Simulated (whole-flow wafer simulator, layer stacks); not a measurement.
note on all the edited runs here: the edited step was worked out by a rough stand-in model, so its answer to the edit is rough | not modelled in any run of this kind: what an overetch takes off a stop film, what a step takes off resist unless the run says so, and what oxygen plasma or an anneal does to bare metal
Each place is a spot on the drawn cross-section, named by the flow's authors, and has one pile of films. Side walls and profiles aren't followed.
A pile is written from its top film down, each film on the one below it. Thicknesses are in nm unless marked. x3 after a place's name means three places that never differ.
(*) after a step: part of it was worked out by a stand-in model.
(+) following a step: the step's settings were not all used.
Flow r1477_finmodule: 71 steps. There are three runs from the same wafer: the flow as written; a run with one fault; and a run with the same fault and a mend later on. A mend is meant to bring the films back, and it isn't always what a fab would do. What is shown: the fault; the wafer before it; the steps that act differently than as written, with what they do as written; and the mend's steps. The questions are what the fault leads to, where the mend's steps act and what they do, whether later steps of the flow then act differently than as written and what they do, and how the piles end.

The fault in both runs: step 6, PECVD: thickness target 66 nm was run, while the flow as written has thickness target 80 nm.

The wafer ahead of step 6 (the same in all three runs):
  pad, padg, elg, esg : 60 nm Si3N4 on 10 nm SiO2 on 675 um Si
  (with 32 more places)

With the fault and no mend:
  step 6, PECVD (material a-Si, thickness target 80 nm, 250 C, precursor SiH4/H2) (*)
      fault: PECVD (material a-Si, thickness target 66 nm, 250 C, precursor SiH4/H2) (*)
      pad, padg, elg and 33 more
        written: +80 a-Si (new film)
        fault: +66 a-Si (new film)
  Steps further on in the flow that do not act as written (1 other step is not shown; it differs only slightly, by no more than 2% or 0.5 nm, whichever is larger):
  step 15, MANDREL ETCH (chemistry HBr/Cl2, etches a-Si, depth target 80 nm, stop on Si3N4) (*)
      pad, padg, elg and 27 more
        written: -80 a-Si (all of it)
        fault: -66 a-Si (all of it)
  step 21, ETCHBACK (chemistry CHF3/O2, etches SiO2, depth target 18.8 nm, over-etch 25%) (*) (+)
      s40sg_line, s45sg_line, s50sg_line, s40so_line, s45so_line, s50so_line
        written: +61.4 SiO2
        fault: +47.4 SiO2
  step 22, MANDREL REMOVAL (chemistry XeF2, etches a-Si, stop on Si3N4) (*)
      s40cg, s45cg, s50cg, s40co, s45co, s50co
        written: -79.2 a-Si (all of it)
        fault: -65.2 a-Si (all of it)
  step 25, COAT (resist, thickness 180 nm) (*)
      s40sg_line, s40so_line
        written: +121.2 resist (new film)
        fault: +131.7 resist (new film)
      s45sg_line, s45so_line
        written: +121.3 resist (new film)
        fault: +131.8 resist (new film)
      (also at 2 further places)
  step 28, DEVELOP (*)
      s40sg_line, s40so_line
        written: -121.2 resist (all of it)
        fault: -131.7 resist (all of it)
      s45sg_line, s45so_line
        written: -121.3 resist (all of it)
        fault: -131.8 resist (all of it)
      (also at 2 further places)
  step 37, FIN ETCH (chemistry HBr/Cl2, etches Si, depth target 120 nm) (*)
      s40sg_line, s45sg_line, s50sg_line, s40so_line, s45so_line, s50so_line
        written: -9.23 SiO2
        fault: -9.4 SiO2 (all of it)
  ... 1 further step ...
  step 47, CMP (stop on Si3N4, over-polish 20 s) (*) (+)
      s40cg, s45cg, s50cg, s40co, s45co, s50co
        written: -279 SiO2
        fault: -264.9 SiO2
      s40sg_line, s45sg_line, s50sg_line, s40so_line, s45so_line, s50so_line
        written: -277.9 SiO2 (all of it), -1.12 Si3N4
        fault: -263.8 SiO2 (all of it), -1.12 Si3N4
  By the end, the piles equal the flow's at every place that both follow.

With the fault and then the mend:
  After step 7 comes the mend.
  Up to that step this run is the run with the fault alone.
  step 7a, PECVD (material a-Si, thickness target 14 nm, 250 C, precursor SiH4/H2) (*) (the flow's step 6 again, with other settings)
      pad, padg, elg and 33 more
        +14 a-Si
  Later steps of the flow that are run all act as written at every place that is followed.
  By the end, the piles equal the flow's at every place that both follow.
